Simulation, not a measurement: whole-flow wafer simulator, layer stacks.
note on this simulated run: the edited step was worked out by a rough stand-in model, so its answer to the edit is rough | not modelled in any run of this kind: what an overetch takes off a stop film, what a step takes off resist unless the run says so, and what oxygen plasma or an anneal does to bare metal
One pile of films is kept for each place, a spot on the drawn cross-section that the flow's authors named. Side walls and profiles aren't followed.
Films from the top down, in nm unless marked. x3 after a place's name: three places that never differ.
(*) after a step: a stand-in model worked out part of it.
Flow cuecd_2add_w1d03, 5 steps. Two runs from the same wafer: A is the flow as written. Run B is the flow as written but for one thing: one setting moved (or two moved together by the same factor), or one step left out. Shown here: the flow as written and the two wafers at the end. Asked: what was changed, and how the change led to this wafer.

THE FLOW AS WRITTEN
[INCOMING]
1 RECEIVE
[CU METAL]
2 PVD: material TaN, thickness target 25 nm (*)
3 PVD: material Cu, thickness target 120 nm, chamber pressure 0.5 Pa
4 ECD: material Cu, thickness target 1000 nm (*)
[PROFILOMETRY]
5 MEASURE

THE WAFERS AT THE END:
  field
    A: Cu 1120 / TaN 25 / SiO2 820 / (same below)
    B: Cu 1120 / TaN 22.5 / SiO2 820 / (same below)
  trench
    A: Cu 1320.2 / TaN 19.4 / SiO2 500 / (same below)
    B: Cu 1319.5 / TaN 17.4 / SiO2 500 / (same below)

The cause: step 2, PVD: thickness target 22.5 nm was run, where the flow has thickness target 25 nm.
It can be read off the wafer: field has TaN 22.5, and step 2 as written asks for 25 nm.

How the change led to this, step by step:
  2 PVD: material TaN, thickness target 25 nm (*)
      field: A TaN +25 (new film) | B TaN +22.5 (new film)
      trench: A TaN +19.4 (new film) | B TaN +17.4 (new film)
